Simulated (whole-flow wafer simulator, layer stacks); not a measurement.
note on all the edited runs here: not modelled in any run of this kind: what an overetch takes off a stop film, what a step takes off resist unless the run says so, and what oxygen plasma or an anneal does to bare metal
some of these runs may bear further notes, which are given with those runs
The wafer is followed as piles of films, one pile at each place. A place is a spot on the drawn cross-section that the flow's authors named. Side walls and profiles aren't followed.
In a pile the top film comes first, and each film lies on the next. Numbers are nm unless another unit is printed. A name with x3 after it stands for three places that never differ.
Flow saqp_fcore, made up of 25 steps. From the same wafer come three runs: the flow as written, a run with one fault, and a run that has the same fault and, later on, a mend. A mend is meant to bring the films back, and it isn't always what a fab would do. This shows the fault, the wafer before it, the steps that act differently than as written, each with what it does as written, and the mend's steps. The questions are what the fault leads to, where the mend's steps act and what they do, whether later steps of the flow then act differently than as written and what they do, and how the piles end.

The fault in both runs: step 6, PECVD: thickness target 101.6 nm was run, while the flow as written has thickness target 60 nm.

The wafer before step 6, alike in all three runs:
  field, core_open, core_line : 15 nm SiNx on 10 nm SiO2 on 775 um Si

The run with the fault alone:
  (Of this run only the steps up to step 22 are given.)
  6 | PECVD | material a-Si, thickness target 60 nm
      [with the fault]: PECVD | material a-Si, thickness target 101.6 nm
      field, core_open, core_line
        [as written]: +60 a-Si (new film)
        [with the fault]: +101.6 a-Si (new film)
  Every later step of the flow up to step 22 that is run acts as written at every place that is followed.
  After step 22, at field, core_open, core_line, the piles differ from the flow's by more than 2% or 0.5 nm, whichever is larger.
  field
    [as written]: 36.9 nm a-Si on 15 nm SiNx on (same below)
    [with the fault]: 78.5 nm a-Si on 15 nm SiNx on (same below)
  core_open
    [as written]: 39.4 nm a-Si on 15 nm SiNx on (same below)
    [with the fault]: 81 nm a-Si on 15 nm SiNx on (same below)
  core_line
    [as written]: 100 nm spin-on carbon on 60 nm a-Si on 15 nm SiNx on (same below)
    [with the fault]: 100 nm spin-on carbon on 101.6 nm a-Si on 15 nm SiNx on (same below)

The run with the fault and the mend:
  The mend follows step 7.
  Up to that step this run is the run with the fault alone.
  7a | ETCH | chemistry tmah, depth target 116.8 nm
      field, core_open, core_line
        -101.6 a-Si (all of it)
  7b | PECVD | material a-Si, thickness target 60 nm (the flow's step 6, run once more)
      field, core_open, core_line
        +60 a-Si (new film)
  Every later step of the flow that is run acts as written at every place that is followed.
  At every place that both follow, the piles at the end match the flow's.
